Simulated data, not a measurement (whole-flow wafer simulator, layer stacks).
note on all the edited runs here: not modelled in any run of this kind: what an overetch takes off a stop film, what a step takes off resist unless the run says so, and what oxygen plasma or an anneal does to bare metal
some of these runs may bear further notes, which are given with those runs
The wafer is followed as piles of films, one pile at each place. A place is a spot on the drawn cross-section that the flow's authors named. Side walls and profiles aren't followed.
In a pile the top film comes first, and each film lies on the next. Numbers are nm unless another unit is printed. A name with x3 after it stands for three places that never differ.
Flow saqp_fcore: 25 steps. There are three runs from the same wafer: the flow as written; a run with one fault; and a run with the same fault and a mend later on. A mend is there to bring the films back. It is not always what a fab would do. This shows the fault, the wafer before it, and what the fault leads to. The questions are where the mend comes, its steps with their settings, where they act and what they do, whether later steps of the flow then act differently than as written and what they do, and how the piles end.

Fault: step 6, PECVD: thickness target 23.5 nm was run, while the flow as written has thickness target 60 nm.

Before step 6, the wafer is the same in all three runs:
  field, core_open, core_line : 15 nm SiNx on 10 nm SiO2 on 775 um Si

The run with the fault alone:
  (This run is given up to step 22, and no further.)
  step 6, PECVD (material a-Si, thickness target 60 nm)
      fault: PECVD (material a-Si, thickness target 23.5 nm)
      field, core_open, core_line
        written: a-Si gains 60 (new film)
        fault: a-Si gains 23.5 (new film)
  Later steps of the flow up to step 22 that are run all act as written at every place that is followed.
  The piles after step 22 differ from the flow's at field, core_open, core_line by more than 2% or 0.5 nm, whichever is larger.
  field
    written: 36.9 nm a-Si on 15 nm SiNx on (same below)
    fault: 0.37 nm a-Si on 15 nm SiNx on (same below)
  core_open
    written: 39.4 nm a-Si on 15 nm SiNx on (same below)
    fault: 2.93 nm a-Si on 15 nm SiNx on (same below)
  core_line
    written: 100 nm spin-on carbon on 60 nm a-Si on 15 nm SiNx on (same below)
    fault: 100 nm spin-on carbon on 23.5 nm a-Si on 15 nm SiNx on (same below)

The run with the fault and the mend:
  The mend stands after step 7.
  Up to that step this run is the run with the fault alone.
  step 7a, ETCH (chemistry tmah, depth target 27.03 nm)
      field, core_open, core_line
        a-Si loses 23.5 (all of it)
  step 7b, PECVD (material a-Si, thickness target 60 nm) (a further turn of the flow's step 6)
      field, core_open, core_line
        a-Si gains 60 (new film)
  Later steps of the flow that are run all act as written at every place that is followed.
  At every place that both follow, the piles at the end match the flow's.
